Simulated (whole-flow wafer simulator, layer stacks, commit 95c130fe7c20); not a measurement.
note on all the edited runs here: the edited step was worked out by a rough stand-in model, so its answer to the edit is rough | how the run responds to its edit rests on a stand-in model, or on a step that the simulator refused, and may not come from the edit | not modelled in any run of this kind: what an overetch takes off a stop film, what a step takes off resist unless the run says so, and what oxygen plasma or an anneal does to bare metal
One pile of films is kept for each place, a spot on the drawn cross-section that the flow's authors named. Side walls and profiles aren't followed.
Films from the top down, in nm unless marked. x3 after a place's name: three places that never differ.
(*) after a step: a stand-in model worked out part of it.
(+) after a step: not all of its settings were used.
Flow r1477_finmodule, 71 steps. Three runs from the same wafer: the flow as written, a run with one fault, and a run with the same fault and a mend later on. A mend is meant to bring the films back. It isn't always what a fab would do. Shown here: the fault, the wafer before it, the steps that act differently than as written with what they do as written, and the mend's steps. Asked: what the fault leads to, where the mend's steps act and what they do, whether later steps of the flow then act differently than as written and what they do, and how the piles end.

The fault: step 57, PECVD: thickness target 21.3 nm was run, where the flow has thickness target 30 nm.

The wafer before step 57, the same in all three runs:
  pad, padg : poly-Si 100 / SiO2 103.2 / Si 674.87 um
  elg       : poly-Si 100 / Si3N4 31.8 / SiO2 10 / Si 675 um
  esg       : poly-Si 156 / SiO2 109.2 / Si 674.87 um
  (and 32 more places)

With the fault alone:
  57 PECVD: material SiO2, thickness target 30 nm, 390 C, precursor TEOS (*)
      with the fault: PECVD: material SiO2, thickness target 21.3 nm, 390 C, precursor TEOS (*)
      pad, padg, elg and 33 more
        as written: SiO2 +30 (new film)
        with the fault: SiO2 +21.3 (new film)
  Later steps of the flow that act differently than as written (3 more steps differ only slightly, by at most 2% or 0.5 nm, whichever is larger, and aren't shown):
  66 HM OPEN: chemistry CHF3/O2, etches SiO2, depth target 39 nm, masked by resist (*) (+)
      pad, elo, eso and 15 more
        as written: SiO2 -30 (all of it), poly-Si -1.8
        with the fault: SiO2 -21.3 (all of it), poly-Si -2.13
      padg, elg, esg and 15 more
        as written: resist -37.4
        with the fault: resist -30.6
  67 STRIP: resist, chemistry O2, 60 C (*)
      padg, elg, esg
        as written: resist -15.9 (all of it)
        with the fault: resist -22.6 (all of it)
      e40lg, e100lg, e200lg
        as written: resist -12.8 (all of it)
        with the fault: resist -19.5 (all of it)
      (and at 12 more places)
  At the end the piles differ from the flow's by more than 2% or 0.5 nm, whichever is larger, at padg, elg, esg and 15 more.
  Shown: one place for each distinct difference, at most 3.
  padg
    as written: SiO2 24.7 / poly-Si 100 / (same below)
    with the fault: SiO2 16 / poly-Si 100 / (same below)
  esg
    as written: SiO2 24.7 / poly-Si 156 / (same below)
    with the fault: SiO2 16 / poly-Si 156 / (same below)
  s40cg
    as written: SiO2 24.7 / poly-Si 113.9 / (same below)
    with the fault: SiO2 16 / poly-Si 113.9 / (same below)

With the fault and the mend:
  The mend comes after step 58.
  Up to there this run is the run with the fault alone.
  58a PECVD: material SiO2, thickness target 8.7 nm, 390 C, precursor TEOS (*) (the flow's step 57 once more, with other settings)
      pad, padg, elg and 33 more
        SiO2 +8.7
  No later step of the flow acts differently than as written at any place that is followed.
  At the end the piles are the same as the flow's at every place that both follow.
